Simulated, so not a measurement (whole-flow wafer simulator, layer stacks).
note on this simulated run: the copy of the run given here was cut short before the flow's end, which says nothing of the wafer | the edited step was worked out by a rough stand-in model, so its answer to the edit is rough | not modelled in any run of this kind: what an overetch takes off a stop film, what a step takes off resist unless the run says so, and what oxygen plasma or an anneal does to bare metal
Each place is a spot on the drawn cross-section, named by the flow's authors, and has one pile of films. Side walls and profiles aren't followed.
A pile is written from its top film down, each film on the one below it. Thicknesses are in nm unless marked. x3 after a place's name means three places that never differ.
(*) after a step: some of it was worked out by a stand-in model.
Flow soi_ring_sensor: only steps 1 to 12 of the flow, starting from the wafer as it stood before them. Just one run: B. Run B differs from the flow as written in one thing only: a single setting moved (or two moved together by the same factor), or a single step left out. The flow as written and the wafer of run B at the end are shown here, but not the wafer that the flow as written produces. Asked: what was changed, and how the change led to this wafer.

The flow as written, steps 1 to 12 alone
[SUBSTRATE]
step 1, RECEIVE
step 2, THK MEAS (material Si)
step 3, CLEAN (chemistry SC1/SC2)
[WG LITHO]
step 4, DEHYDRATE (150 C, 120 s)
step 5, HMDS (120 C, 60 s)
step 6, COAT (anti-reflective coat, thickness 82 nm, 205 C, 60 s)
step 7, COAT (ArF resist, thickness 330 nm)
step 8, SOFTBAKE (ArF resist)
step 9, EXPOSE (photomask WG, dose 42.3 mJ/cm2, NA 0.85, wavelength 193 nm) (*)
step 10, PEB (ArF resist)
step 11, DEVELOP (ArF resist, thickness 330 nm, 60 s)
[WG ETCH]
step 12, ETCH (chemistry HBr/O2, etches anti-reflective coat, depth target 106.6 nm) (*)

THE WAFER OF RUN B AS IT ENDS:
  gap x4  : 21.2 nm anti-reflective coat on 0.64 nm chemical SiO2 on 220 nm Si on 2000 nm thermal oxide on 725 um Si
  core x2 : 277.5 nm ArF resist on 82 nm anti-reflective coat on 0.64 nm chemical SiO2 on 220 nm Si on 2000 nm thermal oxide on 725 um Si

The reason: step 12, ETCH: depth target 60.8 nm was run, though the flow has depth target 106.6 nm.

How this came from the change, step by step:
  step 12, ETCH (chemistry HBr/O2, etches anti-reflective coat, depth target 106.6 nm) (*)
      gap x4: -60.8 anti-reflective coat (in the flow as written it would be: -82 anti-reflective coat (all of it), -0.64 chemical SiO2 (all of it))
      core x2: -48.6 ArF resist (in the flow as written it would be: -85.3 ArF resist)
